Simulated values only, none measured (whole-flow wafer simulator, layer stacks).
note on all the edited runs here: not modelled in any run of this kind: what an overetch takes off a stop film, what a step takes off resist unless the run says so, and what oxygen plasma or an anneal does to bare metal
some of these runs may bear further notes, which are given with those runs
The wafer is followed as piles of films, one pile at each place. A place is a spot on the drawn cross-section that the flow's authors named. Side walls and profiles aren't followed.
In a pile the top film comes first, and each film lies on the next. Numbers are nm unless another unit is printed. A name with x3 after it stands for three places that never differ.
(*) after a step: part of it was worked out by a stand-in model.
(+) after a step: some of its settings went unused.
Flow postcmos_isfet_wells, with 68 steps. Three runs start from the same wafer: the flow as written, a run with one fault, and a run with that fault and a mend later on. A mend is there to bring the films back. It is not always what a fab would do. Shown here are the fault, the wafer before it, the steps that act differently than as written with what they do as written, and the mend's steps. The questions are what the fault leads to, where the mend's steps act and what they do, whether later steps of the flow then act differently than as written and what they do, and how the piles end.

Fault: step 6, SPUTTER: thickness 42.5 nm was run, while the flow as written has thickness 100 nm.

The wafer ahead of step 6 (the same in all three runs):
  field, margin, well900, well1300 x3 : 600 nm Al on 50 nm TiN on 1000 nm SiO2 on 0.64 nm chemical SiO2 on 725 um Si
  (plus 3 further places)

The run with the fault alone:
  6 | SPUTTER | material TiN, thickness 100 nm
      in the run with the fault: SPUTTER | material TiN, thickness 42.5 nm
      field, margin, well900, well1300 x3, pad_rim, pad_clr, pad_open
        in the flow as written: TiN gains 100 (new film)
        in the run with the fault: TiN gains 42.5 (new film)
  Later steps of the flow acting differently than as written:
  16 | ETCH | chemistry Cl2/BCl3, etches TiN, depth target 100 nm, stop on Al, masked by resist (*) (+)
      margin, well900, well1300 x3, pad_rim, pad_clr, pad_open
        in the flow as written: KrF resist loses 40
        in the run with the fault: KrF resist loses 25.5
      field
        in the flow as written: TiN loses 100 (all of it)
        in the run with the fault: TiN loses 42.5 (all of it)
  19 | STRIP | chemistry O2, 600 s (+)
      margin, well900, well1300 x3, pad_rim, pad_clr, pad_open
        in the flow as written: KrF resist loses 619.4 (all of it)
        in the run with the fault: KrF resist loses 633.9 (all of it)
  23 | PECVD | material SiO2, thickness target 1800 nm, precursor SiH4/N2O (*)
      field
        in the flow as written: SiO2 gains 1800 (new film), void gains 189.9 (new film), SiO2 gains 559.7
        in the run with the fault: SiO2 gains 1800 (new film), void gains 147.4 (new film), SiO2 gains 544.7
  At field, margin, well900, well1300 x3, pad_rim, pad_clr, pad_open, the piles at the end differ from the flow's by more than 2% or 0.5 nm, whichever is larger.
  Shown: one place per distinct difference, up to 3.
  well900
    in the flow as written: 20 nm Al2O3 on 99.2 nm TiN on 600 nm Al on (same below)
    in the run with the fault: 20 nm Al2O3 on 41.7 nm TiN on 600 nm Al on (same below)
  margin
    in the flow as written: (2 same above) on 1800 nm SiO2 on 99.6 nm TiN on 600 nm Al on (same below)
    in the run with the fault: (2 same above) on 1800 nm SiO2 on 42.1 nm TiN on 600 nm Al on (same below)
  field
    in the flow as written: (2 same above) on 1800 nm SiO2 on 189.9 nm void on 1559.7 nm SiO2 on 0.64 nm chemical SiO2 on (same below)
    in the run with the fault: (2 same above) on 1800 nm SiO2 on 147.4 nm void on 1544.7 nm SiO2 on 0.64 nm chemical SiO2 on (same below)

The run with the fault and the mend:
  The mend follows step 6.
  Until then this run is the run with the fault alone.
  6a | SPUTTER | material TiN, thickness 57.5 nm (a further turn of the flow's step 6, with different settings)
      field, margin, well900, well1300 x3, pad_rim, pad_clr, pad_open
        TiN gains 57.5
  Later steps of the flow that are run all act as written at every place that is followed.
  By the end, the piles equal the flow's at every place that both follow.
